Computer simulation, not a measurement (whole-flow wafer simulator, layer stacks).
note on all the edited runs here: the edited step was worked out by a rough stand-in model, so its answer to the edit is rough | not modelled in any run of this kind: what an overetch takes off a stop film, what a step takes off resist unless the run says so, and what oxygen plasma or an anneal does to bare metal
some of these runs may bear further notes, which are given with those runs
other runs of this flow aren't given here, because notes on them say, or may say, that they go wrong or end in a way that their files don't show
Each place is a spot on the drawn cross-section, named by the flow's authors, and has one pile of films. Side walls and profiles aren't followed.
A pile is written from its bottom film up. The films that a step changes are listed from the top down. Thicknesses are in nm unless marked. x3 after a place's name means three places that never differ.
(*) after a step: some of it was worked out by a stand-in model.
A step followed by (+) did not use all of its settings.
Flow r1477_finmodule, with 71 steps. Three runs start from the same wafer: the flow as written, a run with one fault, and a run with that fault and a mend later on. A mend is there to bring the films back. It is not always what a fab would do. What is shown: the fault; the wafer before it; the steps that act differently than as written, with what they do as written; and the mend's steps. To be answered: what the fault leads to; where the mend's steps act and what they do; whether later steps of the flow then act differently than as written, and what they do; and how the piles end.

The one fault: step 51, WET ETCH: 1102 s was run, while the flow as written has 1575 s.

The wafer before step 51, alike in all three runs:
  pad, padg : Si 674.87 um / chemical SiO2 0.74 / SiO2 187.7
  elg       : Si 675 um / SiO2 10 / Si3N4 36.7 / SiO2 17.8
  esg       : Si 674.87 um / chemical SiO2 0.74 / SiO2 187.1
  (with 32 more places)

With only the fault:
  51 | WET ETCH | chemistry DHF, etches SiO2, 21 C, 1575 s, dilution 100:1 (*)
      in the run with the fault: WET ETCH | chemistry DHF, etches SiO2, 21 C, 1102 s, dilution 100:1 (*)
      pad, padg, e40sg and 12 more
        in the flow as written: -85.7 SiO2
        in the run with the fault: -60 SiO2
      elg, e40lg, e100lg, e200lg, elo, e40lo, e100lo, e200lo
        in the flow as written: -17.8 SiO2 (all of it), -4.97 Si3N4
        in the run with the fault: -17.8 SiO2 (all of it), -3.04 Si3N4
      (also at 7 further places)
  Steps later in the flow that act otherwise than as written (1 more step, not shown, differs only slightly: by at most 2% or 0.5 nm, whichever is larger):
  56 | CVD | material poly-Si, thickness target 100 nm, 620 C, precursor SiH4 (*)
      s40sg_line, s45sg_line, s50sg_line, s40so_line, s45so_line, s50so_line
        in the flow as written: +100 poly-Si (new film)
        in the run with the fault: +102.9 poly-Si (new film)
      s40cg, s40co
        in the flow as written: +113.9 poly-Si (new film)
        in the run with the fault: +100 poly-Si (new film)
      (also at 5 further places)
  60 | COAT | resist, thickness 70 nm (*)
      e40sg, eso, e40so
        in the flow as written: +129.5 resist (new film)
        in the run with the fault: +106.9 resist (new film)
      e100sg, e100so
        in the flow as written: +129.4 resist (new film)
        in the run with the fault: +106.9 resist (new film)
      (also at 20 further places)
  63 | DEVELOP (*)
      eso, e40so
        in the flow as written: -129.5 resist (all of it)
        in the run with the fault: -106.9 resist (all of it)
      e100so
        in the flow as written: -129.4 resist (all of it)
        in the run with the fault: -106.9 resist (all of it)
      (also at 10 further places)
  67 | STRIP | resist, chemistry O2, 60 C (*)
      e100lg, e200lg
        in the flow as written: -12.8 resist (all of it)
        in the run with the fault: -14 resist (all of it)
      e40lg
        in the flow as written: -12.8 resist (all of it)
        in the run with the fault: -13.9 resist (all of it)
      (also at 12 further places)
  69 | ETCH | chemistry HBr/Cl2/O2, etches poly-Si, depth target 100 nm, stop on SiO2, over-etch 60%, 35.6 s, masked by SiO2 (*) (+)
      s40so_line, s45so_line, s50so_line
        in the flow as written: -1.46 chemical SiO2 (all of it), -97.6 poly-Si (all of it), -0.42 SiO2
        in the run with the fault: -1.33 chemical SiO2 (all of it), -100.5 poly-Si (all of it), -0.3 SiO2
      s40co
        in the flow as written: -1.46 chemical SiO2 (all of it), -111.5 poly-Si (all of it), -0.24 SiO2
        in the run with the fault: -1.33 chemical SiO2 (all of it), -97.6 poly-Si (all of it), -0.42 SiO2
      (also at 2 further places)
  By the end, the piles at pad, padg, elg and 30 more depart from the flow's by more than 2% or 0.5 nm, whichever is larger.
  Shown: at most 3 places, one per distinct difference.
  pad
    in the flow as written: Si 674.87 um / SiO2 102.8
    in the run with the fault: Si 674.87 um / SiO2 128.5
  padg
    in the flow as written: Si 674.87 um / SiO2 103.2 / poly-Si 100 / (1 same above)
    in the run with the fault: Si 674.87 um / SiO2 128.9 / poly-Si 100 / (1 same above)
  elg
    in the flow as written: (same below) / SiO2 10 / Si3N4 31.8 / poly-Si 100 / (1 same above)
    in the run with the fault: (same below) / SiO2 10 / Si3N4 33.7 / poly-Si 100 / (1 same above)

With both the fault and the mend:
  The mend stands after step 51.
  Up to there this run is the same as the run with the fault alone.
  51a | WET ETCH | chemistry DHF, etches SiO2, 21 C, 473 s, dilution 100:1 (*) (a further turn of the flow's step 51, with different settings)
      pad, padg, e40sg and 12 more
        -25.7 SiO2
      elg, e40lg, e100lg, e200lg, elo, e40lo, e100lo, e200lo
        -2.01 Si3N4
      esg, s40cg, s45cg, s50cg, s40co, s45co, s50co
        -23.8 SiO2
  None of the later steps of the flow differs from how it acts as written, at any place that is followed, by more than 2% or 0.5 nm, whichever is larger.
  At the end the piles are close to the flow's at the places that both follow, differing by at most 2% or 0.5 nm, whichever is larger.
